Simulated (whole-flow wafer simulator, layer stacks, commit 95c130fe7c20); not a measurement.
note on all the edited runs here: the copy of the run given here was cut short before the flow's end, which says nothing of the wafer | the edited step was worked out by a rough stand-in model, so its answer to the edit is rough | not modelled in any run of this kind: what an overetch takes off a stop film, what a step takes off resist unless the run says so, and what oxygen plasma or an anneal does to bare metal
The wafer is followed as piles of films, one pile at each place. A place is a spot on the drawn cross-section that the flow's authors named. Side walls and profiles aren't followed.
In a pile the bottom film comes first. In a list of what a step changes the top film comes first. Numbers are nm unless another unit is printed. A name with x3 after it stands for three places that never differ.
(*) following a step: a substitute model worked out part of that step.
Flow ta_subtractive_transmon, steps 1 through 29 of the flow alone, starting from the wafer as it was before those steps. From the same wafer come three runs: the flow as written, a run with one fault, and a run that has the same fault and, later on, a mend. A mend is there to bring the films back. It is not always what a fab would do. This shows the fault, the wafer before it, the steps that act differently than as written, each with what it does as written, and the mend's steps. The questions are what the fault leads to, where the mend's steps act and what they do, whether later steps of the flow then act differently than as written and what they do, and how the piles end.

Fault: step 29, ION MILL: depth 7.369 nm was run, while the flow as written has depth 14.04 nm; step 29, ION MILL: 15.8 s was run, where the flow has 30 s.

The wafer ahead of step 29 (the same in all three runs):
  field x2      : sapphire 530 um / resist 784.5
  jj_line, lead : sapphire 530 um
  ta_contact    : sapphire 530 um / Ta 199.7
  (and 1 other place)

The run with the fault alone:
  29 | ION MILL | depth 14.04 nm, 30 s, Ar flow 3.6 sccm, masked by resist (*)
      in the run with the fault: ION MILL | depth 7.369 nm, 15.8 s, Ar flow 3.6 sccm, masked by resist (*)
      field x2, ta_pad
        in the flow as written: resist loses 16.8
        in the run with the fault: resist loses 8.84
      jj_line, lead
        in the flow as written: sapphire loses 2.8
        in the run with the fault: sapphire loses 1.47
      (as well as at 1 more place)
  Later steps of the flow that are run all act as written at every place that is followed.
  By the end, the piles at ta_contact depart from the flow's by more than 2% or 0.5 nm, whichever is larger.
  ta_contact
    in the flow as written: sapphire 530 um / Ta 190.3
    in the run with the fault: sapphire 530 um / Ta 194.8

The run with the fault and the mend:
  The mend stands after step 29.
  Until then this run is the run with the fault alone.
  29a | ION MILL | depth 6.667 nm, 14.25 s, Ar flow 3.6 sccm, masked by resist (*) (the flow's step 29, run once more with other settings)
      field x2, ta_pad
        resist loses 7.97
      jj_line, lead
        sapphire loses 1.33
      ta_contact
        Ta loses 4.49
  Later steps of the flow that are run all act as written at every place that is followed.
  The piles end only slightly different from the flow's at the places that both follow, by no more than 2% or 0.5 nm, whichever is larger.
